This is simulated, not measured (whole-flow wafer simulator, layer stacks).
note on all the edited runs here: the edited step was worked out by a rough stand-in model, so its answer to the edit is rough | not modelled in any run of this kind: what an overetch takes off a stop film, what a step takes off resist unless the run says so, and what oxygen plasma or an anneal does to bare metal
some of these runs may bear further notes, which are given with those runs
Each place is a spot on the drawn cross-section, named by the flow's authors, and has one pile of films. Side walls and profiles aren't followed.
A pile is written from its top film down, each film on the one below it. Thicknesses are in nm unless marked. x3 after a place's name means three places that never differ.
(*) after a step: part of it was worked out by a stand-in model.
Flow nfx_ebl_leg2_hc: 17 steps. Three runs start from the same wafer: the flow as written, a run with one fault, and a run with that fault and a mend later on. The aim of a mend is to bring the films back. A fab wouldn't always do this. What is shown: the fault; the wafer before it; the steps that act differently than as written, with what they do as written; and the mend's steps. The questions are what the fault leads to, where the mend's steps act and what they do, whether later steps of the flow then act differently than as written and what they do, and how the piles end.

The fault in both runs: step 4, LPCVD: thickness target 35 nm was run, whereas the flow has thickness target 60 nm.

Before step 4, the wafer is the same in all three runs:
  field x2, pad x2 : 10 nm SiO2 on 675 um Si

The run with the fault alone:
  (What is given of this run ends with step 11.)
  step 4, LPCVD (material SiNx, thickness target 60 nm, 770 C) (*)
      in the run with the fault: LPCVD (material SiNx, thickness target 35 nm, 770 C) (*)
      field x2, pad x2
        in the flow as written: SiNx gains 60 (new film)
        in the run with the fault: SiNx gains 35 (new film)
  Later steps of the flow up to step 11 that are run all act as written at every place that is followed.
  After step 11, at field x2, pad x2, the piles differ from the flow's by more than 2% or 0.5 nm, whichever is larger.
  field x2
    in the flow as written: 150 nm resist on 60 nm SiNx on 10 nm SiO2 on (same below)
    in the run with the fault: 150 nm resist on 35 nm SiNx on 10 nm SiO2 on (same below)
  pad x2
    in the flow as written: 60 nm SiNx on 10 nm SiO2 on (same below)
    in the run with the fault: 35 nm SiNx on 10 nm SiO2 on (same below)

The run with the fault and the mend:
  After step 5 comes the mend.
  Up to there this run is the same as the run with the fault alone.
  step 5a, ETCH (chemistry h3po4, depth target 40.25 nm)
      field x2, pad x2
        SiNx loses 35 (all of it)
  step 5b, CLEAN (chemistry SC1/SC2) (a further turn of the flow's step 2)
      leaves every film unchanged at each place that is followed
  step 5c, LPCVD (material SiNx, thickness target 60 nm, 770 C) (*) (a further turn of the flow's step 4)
      field x2, pad x2
        SiNx gains 60 (new film)
  Later steps of the flow that are run all act as written at every place that is followed.
  At every place that both follow, the piles at the end match the flow's.
